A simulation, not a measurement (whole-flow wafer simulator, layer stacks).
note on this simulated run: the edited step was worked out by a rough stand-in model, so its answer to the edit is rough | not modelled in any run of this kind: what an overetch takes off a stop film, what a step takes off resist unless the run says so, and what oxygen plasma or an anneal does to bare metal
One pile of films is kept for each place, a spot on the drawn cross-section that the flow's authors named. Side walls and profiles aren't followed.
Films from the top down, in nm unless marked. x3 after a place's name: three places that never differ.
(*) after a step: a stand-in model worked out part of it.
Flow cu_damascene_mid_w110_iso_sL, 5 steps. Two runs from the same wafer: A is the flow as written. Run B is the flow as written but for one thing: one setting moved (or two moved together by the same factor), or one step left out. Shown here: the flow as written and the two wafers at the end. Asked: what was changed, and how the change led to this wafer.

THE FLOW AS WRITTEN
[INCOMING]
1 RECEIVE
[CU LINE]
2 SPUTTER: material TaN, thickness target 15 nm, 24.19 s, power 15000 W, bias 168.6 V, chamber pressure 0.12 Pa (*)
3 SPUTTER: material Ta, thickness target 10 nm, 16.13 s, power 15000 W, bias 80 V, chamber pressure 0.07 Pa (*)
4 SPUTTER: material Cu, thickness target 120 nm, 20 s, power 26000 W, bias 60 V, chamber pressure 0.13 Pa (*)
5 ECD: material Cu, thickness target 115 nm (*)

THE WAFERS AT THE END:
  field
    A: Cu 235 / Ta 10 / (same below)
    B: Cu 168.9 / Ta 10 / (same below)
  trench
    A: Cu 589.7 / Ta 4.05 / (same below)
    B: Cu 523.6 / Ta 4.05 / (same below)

The cause: step 5, ECD: thickness target 48.9 nm was run, where the flow has thickness target 115 nm.

How the change led to this, step by step:
  5 ECD: material Cu, thickness target 115 nm (*)
      field: A Cu +115 | B Cu +48.9
      trench: A Cu +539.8 | B Cu +473.7
